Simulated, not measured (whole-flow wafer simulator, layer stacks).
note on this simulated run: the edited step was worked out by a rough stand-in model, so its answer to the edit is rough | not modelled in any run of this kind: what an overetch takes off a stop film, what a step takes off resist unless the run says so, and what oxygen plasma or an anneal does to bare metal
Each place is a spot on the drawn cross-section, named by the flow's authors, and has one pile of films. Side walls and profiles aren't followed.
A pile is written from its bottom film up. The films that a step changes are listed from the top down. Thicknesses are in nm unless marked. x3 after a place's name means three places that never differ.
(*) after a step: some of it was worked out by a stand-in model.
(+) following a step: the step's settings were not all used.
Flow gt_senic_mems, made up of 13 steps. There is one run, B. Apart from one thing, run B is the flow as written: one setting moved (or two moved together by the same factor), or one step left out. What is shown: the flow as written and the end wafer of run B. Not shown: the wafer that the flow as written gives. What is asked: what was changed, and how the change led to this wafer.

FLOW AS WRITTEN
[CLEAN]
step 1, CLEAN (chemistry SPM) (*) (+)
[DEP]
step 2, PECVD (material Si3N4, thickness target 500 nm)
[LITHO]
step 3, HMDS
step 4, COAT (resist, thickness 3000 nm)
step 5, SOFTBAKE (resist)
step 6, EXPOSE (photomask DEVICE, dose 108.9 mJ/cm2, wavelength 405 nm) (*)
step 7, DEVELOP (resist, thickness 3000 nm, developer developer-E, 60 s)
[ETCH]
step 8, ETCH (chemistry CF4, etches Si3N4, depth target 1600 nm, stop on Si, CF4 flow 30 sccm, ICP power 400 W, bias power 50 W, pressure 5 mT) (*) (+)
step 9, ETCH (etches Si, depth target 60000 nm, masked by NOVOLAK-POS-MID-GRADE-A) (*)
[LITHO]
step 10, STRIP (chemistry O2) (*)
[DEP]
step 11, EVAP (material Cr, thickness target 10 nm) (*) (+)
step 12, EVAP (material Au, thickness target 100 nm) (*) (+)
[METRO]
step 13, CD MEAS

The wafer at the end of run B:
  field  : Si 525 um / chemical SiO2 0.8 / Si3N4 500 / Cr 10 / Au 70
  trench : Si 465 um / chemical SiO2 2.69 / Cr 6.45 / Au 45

What caused this: step 12, EVAP: thickness target 70 nm was run, while the flow as written has thickness target 100 nm.
One can read it off the wafer: field has Au 70, and step 12 as written asks for 100 nm.

The path from the change to this, step by step:
  step 12, EVAP (material Au, thickness target 100 nm) (*) (+)
      field: Au gains 70 (new film) (in the flow as written it would be: Au gains 100 (new film))
      trench: Au gains 45 (new film) (in the flow as written it would be: Au gains 64.1 (new film))
